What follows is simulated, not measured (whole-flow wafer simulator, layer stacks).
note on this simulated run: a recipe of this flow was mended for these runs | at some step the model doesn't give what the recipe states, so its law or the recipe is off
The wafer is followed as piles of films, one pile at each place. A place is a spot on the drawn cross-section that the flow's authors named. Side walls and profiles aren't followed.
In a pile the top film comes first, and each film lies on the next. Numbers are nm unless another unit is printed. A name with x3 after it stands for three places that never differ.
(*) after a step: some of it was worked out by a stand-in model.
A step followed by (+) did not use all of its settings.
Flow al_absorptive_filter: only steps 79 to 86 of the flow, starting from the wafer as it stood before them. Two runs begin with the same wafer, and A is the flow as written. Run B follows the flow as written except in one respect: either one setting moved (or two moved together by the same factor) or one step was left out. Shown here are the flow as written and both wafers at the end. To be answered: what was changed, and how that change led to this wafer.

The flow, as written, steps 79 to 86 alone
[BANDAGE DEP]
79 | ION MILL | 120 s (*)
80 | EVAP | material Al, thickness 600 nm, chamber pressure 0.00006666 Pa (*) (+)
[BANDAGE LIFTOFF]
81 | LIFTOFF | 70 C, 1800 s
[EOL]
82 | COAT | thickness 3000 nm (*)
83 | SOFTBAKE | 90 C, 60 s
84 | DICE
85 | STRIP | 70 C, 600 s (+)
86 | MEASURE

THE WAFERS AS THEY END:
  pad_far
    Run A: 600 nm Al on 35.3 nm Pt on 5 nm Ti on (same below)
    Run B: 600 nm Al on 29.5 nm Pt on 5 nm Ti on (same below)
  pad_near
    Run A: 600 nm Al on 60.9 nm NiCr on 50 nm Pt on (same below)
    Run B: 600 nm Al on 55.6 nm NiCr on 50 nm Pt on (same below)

What caused this: step 79, ION MILL: 168 s was run, while the flow as written has 120 s.

The path from the change to this, step by step:
  79 | ION MILL | 120 s (*)
      gnd, ledge, res and 9 more: A -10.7 i-line-resist | B -14.9 i-line-resist
      pad_far: A -14.7 Pt | B -20.5 Pt
      (and at 1 other place as well)
